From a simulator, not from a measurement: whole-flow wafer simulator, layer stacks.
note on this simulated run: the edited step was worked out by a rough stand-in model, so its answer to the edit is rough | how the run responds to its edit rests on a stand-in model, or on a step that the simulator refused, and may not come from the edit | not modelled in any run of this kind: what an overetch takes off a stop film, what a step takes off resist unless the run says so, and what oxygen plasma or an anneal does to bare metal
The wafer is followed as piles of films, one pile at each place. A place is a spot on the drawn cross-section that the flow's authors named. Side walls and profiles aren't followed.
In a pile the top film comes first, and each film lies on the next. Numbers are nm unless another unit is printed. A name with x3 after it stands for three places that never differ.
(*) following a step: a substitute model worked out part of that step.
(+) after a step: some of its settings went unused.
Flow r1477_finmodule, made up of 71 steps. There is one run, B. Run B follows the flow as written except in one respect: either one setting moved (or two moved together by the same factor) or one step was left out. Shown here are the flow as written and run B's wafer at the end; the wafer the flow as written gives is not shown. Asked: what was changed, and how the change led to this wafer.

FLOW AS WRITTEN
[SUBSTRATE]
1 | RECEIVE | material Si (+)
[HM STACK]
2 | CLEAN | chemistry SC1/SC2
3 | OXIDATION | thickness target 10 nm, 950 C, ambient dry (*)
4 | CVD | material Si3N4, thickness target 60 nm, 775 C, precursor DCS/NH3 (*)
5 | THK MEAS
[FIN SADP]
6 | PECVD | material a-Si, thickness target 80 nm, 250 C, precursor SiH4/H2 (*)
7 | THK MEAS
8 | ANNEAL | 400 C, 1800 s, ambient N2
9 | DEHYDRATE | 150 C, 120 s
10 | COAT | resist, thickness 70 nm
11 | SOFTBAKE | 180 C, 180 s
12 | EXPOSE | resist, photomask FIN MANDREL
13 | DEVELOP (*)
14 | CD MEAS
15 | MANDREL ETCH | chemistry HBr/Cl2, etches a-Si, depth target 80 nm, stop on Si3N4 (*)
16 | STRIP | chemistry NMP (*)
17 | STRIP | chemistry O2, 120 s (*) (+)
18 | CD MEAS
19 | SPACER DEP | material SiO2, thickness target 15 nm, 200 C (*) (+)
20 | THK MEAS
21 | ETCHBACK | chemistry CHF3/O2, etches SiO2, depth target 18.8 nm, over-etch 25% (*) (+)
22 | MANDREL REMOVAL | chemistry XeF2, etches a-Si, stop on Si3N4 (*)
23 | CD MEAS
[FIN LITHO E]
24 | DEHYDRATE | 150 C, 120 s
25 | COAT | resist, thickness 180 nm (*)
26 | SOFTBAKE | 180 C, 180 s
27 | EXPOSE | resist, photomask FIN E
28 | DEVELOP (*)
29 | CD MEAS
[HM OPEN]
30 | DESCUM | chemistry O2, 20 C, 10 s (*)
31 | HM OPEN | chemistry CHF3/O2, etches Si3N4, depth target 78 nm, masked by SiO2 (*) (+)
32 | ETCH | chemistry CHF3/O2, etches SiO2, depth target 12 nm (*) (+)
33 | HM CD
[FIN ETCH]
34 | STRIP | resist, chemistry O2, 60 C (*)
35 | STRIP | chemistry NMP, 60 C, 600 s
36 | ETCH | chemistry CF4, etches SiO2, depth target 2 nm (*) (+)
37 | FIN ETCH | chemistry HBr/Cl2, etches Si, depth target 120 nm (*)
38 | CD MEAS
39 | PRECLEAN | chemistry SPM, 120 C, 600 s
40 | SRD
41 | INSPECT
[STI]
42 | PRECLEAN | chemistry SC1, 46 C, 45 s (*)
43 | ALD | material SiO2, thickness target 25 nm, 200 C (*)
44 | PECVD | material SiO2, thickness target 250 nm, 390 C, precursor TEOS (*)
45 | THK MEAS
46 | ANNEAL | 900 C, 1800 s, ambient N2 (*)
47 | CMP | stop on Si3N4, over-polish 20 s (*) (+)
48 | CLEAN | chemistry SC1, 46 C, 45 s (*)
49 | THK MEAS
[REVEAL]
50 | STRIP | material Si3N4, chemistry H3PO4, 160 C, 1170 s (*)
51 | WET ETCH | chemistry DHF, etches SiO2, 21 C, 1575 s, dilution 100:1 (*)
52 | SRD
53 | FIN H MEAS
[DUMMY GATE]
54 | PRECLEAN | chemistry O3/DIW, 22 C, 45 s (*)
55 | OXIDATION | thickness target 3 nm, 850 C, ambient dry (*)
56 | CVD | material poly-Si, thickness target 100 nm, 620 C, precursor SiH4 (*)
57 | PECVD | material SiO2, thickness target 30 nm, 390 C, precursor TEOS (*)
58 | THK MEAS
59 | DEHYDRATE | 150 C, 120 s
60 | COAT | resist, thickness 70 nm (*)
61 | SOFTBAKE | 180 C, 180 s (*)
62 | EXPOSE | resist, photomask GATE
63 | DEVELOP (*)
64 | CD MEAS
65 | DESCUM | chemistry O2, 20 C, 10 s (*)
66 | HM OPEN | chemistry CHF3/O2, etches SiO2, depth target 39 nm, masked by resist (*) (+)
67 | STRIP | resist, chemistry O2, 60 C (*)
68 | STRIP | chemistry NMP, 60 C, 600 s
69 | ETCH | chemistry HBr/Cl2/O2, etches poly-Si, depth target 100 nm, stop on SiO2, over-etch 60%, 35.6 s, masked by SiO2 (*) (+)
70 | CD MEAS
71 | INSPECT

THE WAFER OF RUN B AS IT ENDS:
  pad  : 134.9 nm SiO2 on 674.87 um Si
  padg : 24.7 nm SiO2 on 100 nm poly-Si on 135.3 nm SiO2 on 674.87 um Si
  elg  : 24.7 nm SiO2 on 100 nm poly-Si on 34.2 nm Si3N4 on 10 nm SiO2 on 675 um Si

What caused this: step 51, WET ETCH: 984 s was run, while the flow as written has 1575 s.

The path from the change to this, step by step:
  51 | WET ETCH | chemistry DHF, etches SiO2, 21 C, 1575 s, dilution 100:1 (*)
      pad, padg, e40sg and 12 more: -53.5 SiO2 (as written it would have been: -85.7 SiO2)
      elg, e40lg, e100lg, e200lg, elo, e40lo, e100lo, e200lo: -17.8 SiO2 (all of it), -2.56 Si3N4 (as written it would have been: -17.8 SiO2 (all of it), -4.97 Si3N4)
      (as well as at 7 more places)
  56 | CVD | material poly-Si, thickness target 100 nm, 620 C, precursor SiH4 (*)
      s40sg_line, s45sg_line, s50sg_line, s40so_line, s45so_line, s50so_line: +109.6 poly-Si (new film) (as written it would have been: +100 poly-Si (new film))
      s40cg, s40co: +100 poly-Si (new film) (as written it would have been: +113.9 poly-Si (new film))
      (as well as at 5 more places)
  60 | COAT | resist, thickness 70 nm (*)
      e40lg, e100lg, e200lg, elo, e40lo, e100lo, e200lo: +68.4 resist (new film) (as written it would have been: +66.9 resist (new film))
      e40sg, eso, e40so: +101.3 resist (new film) (as written it would have been: +129.5 resist (new film))
      (as well as at 22 more places)
  63 | DEVELOP (*)
      elo, e40lo, e100lo, e200lo: -68.4 resist (all of it) (as written it would have been: -66.9 resist (all of it))
      eso, e40so: -101.3 resist (all of it) (as written it would have been: -129.5 resist (all of it))
      (as well as at 11 more places)
  67 | STRIP | resist, chemistry O2, 60 C (*)
      e40lg, e100lg: -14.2 resist (all of it) (as written it would have been: -12.8 resist (all of it))
      e40sg: -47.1 resist (all of it) (as written it would have been: -75.4 resist (all of it))
      (as well as at 12 more places)
  69 | ETCH | chemistry HBr/Cl2/O2, etches poly-Si, depth target 100 nm, stop on SiO2, over-etch 60%, 35.6 s, masked by SiO2 (*) (+)
      s40so_line, s45so_line, s50so_line: -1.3 chemical SiO2 (all of it), -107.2 poly-Si (all of it), -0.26 SiO2 (as written it would have been: -1.46 chemical SiO2 (all of it), -97.6 poly-Si (all of it), -0.42 SiO2)
      s40co: -1.3 chemical SiO2 (all of it), -97.6 poly-Si (all of it), -0.42 SiO2 (as written it would have been: -1.46 chemical SiO2 (all of it), -111.5 poly-Si (all of it), -0.24 SiO2)
      (as well as at 2 more places)
